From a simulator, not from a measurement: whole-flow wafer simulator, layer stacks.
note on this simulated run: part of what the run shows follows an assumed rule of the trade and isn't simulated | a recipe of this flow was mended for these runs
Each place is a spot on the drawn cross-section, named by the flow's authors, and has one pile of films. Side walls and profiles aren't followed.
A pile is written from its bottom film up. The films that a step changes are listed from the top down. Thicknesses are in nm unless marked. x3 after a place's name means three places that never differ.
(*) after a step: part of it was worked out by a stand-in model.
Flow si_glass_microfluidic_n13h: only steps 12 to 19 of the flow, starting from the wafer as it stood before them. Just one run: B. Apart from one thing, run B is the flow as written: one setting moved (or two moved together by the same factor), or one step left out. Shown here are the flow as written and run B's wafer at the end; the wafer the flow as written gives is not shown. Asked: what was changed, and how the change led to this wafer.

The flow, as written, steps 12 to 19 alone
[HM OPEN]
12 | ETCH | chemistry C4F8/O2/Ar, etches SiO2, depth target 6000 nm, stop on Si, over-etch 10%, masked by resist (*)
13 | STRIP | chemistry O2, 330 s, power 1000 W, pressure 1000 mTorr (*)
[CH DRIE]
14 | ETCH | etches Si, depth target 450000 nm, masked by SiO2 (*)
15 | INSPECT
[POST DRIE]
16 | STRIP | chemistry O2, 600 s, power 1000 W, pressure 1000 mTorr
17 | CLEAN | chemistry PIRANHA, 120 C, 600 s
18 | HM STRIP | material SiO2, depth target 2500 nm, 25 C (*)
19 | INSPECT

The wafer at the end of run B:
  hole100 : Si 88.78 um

The reason: step 12, ETCH: depth target 6432 nm was run, while the flow as written has depth target 6000 nm.

How this came from the change, step by step:
  12 | ETCH | chemistry C4F8/O2/Ar, etches SiO2, depth target 6000 nm, stop on Si, over-etch 10%, masked by resist (*)
      land: -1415 thick-i-line-resist (it would be, as written: -1320 thick-i-line-resist)
      hole100: -6000 SiO2 (all of it), -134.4 Si (it would be, as written: -6000 SiO2 (all of it), -75 Si)
  13 | STRIP | chemistry O2, 330 s, power 1000 W, pressure 1000 mTorr (*)
      land: -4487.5 thick-i-line-resist (all of it) (it would be, as written: -4582.5 thick-i-line-resist (all of it))
